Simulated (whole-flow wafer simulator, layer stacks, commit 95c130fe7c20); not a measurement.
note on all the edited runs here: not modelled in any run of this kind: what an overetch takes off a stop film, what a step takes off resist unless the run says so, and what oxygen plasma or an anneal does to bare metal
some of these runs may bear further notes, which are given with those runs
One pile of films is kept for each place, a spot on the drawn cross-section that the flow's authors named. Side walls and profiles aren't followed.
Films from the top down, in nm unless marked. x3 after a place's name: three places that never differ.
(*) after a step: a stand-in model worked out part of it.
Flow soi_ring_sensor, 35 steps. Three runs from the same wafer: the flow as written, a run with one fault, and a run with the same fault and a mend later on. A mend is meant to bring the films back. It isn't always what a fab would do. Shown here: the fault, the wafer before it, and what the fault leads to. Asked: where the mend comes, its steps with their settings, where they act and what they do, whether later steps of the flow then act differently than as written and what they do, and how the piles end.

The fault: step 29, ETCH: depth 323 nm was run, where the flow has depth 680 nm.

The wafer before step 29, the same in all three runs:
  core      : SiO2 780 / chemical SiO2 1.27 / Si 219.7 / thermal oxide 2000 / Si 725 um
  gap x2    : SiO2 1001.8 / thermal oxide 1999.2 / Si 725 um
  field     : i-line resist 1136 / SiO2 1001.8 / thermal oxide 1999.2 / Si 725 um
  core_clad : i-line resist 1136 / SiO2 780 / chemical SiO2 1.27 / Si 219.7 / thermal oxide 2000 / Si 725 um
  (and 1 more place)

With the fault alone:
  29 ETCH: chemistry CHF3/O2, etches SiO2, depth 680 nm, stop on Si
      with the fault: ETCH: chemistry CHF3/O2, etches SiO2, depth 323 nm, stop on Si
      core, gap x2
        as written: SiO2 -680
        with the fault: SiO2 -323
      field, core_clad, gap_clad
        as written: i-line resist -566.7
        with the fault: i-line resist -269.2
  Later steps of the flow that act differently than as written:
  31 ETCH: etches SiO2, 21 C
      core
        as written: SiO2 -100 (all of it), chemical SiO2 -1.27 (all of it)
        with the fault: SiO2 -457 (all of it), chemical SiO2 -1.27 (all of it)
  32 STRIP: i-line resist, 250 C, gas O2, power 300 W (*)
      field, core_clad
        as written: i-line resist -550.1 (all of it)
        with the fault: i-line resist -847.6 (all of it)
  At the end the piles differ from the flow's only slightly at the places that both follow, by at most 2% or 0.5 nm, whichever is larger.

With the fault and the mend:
  The mend comes after step 29.
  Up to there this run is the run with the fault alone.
  29a ETCH: chemistry CHF3/O2, etches SiO2, depth 357 nm, stop on Si (the flow's step 29 once more, with other settings)
      core, gap x2
        SiO2 -357
      field, core_clad, gap_clad
        i-line resist -297.5
  No later step of the flow acts differently than as written at any place that is followed.
  At the end the piles are the same as the flow's at every place that both follow.
